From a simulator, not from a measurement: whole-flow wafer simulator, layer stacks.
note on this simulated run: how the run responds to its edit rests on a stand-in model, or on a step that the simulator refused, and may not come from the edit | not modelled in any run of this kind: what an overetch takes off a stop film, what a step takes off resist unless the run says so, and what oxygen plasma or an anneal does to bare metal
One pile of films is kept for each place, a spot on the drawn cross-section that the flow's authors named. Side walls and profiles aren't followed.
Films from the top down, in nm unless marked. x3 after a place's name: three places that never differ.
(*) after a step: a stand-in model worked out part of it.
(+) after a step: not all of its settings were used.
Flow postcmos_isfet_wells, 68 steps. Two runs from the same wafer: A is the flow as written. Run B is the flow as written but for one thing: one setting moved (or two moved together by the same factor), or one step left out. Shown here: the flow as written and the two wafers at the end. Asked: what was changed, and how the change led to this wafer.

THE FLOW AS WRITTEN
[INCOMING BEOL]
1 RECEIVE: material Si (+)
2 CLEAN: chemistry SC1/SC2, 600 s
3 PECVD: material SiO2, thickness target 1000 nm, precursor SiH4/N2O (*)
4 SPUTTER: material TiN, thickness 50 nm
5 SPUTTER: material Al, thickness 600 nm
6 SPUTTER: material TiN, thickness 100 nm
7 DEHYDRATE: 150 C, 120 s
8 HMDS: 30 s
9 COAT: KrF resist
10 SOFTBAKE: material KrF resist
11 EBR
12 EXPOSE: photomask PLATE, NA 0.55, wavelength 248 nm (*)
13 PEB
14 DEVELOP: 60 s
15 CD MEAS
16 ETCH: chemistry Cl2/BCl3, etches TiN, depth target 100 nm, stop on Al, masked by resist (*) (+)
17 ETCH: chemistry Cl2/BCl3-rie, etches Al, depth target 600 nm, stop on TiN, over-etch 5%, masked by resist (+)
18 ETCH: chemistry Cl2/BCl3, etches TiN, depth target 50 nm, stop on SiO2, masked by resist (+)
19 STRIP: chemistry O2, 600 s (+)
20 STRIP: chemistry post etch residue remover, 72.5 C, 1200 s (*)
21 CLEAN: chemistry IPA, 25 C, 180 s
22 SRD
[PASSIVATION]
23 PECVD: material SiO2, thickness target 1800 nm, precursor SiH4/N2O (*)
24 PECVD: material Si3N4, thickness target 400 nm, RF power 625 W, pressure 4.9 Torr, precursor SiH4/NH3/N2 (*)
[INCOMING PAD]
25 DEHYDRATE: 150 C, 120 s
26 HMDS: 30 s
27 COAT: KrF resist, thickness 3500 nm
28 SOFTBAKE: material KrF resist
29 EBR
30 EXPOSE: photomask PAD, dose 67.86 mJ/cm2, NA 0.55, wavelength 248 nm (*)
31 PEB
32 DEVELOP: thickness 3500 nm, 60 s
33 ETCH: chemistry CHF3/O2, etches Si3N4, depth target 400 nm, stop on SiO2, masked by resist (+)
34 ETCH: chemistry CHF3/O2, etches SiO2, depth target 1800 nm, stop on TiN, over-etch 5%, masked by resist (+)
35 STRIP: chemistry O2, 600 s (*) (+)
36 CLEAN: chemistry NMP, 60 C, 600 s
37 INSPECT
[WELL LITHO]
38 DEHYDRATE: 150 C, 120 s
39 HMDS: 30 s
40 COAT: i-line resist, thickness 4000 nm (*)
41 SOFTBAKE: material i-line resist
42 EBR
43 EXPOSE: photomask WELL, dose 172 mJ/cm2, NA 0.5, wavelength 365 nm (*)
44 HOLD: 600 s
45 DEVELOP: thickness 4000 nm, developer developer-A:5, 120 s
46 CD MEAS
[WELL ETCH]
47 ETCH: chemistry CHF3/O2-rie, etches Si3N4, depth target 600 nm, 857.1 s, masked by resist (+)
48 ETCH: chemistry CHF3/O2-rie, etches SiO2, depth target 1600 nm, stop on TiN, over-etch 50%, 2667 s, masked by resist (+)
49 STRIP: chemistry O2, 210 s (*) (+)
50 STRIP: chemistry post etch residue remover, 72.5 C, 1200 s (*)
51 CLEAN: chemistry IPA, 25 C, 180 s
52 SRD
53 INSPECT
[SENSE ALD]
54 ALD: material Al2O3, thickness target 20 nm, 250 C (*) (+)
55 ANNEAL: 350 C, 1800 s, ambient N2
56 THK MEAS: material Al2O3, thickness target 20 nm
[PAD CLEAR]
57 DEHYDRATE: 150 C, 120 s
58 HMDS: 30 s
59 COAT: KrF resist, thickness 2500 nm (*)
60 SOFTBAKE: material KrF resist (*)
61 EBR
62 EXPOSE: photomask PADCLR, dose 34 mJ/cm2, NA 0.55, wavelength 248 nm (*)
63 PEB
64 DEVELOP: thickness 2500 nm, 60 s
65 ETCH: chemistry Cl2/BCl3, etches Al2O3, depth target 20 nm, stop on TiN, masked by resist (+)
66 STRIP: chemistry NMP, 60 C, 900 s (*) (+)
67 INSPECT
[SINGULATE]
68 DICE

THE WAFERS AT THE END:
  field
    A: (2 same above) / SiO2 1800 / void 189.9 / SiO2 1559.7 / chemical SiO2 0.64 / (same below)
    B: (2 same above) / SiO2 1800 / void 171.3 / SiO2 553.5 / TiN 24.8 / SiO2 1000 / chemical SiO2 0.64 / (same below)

The cause: step 17, ETCH: depth target 540 nm was run, where the flow has depth target 600 nm.

How the change led to this, step by step:
  17 ETCH: chemistry Cl2/BCl3-rie, etches Al, depth target 600 nm, stop on TiN, over-etch 5%, masked by resist (+)
      field: A Al -600 (all of it) | B Al -540
      margin, well900, well1300, well2000, well3000, pad_rim, pad_clr, pad_open: A KrF resist -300 | B KrF resist -270
  18 ETCH: chemistry Cl2/BCl3, etches TiN, depth target 50 nm, stop on SiO2, masked by resist (+)
      field: A TiN -50 (all of it) | B Al -60 (all of it), TiN -24.8
  19 STRIP: chemistry O2, 600 s (+)
      margin, well900, well1300, well2000, well3000, pad_rim, pad_clr, pad_open: A KrF resist -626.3 (all of it) | B KrF resist -656.3 (all of it)
  23 PECVD: material SiO2, thickness target 1800 nm, precursor SiH4/N2O (*)
      field: A SiO2 +1800 (new film), void +189.9 (new film), SiO2 +559.7 | B SiO2 +1800 (new film), void +171.3 (new film), SiO2 +553.5 (new film)
Counting metal films that touch as one body, field has 1 body; the flow as written gives 0 bodies.
